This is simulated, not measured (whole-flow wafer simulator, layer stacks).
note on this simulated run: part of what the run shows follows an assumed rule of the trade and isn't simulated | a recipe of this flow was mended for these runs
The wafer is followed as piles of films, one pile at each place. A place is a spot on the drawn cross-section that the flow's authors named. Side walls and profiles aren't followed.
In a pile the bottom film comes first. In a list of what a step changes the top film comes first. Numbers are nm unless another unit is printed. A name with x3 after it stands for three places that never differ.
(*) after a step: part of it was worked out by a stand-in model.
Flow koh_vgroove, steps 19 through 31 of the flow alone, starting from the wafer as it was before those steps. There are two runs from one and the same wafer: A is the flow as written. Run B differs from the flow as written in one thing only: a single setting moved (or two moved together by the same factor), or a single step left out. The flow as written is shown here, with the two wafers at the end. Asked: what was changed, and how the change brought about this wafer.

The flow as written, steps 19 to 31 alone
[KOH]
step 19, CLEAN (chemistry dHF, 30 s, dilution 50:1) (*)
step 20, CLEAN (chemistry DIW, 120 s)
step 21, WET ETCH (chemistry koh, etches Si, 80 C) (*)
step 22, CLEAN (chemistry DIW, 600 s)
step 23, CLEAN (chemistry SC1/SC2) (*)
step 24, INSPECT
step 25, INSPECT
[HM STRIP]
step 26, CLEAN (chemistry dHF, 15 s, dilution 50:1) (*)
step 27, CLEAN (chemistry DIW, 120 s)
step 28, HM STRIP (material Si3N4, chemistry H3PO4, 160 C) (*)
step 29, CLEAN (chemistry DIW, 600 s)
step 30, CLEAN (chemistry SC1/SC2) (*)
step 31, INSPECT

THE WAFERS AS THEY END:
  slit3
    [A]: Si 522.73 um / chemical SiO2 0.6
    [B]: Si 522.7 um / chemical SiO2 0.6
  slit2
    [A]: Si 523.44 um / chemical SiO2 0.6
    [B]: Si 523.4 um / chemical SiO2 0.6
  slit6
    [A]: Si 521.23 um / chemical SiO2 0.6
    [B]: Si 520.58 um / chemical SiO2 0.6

The reason: step 21, WET ETCH: 85.3 C was run, while the flow as written has 80 C.

How this came from the change, step by step:
  step 21, WET ETCH (chemistry koh, etches Si, 80 C) (*)
      slit2: A Si loses 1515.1 | B Si loses 1552.3
      slit6: A Si loses 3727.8 | B Si loses 4380.8
      (as well as at 1 more place)
